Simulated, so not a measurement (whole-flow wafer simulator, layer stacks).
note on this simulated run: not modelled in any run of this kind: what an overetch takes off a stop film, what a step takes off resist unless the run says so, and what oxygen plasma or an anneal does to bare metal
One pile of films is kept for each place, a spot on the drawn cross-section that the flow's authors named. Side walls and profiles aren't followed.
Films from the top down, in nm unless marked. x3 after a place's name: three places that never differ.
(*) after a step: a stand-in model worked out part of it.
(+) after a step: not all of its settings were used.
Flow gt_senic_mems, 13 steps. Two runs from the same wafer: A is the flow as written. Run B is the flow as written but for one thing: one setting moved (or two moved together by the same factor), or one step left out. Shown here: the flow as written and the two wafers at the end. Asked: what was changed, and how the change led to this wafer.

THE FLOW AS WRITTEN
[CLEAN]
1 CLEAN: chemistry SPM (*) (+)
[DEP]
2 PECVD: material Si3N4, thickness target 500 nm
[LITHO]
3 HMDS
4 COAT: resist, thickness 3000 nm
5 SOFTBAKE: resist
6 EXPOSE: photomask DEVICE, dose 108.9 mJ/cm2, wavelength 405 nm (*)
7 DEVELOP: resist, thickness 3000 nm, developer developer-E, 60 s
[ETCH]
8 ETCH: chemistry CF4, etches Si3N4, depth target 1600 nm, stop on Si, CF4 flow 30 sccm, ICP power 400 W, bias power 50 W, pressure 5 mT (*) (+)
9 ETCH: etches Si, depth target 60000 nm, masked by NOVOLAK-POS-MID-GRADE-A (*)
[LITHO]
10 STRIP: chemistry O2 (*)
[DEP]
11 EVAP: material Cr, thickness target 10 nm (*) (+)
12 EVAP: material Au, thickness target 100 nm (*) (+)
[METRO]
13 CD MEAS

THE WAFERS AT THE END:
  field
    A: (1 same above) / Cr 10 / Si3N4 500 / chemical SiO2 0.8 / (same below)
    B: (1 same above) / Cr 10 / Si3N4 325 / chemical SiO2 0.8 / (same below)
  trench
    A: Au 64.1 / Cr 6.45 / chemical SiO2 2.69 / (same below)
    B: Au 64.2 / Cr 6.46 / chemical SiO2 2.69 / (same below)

The cause: step 2, PECVD: thickness target 325 nm was run, where the flow has thickness target 500 nm.
It can be read off the wafer: field has Si3N4 325, and step 2 as written asks for 500 nm.

How the change led to this, step by step:
  2 PECVD: material Si3N4, thickness target 500 nm
      field, trench: A Si3N4 +500 (new film) | B Si3N4 +325 (new film)
  8 ETCH: chemistry CF4, etches Si3N4, depth target 1600 nm, stop on Si, CF4 flow 30 sccm, ICP power 400 W, bias power 50 W, pressure 5 mT (*) (+)
      field: A resist -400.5 | B resist -283.9
      trench: A Si3N4 -500 (all of it), chemical SiO2 -0.8 (all of it) | B Si3N4 -325 (all of it), chemical SiO2 -0.8 (all of it)
  10 STRIP: chemistry O2 (*)
      field: A resist -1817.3 (all of it) | B resist -1934 (all of it)
